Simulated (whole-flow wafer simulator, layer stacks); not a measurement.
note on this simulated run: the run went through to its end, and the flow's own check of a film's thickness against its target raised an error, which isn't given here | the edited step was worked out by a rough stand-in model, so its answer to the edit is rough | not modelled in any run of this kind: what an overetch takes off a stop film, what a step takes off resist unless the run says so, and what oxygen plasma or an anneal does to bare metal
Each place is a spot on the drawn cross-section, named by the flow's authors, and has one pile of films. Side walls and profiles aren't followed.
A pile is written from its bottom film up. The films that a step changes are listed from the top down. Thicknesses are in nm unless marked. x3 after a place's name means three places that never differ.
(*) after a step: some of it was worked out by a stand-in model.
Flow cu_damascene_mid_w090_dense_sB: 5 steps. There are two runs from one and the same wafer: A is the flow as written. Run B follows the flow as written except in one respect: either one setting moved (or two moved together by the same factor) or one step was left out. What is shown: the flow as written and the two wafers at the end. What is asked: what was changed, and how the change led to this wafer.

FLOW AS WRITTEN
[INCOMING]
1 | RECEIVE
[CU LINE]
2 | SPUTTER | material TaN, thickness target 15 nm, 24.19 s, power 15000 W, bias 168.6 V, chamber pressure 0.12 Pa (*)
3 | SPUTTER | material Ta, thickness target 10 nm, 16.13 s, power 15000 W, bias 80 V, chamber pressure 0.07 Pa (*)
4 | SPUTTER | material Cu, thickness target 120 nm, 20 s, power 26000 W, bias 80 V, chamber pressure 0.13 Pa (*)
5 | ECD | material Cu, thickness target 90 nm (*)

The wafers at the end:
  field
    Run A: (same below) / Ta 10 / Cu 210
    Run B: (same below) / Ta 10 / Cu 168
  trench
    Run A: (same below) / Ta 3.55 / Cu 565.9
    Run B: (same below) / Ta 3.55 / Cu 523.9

What caused this: step 4, SPUTTER: thickness target 78 nm was run, while the flow as written has thickness target 120 nm; step 4, SPUTTER: 13 s was run, where the flow has 20 s.

Step by step, how the change led to this:
  4 | SPUTTER | material Cu, thickness target 120 nm, 20 s, power 26000 W, bias 80 V, chamber pressure 0.13 Pa (*)
      field: A +120 Cu (new film) | B +78 Cu (new film)
      trench: A +44.3 Cu (new film) | B +28.8 Cu (new film)
  5 | ECD | material Cu, thickness target 90 nm (*)
      trench: A +521.6 Cu | B +495.1 Cu
